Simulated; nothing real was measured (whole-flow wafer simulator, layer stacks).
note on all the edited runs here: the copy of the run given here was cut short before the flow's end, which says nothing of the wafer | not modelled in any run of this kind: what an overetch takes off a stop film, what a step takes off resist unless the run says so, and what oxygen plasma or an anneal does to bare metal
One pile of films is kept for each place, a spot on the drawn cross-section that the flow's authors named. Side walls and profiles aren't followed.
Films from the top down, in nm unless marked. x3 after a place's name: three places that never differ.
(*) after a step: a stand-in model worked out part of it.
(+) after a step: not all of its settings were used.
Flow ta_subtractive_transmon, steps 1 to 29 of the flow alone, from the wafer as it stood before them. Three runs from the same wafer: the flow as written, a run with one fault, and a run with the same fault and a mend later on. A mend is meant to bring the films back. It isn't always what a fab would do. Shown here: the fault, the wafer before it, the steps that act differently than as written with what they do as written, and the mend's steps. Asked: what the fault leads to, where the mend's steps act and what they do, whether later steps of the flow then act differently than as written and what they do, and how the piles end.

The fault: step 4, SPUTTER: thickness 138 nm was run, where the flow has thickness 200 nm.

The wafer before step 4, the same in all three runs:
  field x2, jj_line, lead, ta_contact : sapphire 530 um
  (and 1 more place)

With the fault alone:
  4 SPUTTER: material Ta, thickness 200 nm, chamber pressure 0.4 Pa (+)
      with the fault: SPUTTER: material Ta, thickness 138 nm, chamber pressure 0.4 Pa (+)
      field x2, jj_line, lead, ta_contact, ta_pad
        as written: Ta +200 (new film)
        with the fault: Ta +138 (new film)
  Later steps of the flow that act differently than as written (1 more step differs only slightly, by at most 2% or 0.5 nm, whichever is larger, and isn't shown):
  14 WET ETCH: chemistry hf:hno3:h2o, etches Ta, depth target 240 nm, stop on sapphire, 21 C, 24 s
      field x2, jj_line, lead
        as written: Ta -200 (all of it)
        with the fault: Ta -138 (all of it)
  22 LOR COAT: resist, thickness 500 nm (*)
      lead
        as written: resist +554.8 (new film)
        with the fault: resist +538.7 (new film)
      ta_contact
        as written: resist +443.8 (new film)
        with the fault: resist +460.1 (new film)
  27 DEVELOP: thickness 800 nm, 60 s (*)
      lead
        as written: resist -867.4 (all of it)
        with the fault: resist -847.3 (all of it)
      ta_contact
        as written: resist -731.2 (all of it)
        with the fault: resist -751.6 (all of it)
  At the end the piles differ from the flow's by more than 2% or 0.5 nm, whichever is larger, at ta_contact, ta_pad.
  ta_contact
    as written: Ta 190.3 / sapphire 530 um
    with the fault: Ta 128.3 / sapphire 530 um
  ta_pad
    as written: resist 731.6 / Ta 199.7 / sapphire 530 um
    with the fault: resist 741.3 / Ta 137.7 / sapphire 530 um

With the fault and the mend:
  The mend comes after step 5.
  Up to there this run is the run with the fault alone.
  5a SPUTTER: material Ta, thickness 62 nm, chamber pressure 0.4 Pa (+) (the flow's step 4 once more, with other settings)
      field x2, jj_line, lead, ta_contact, ta_pad
        Ta +62
  No later step of the flow acts differently than as written at any place that is followed.
  At the end the piles are the same as the flow's at every place that both follow.
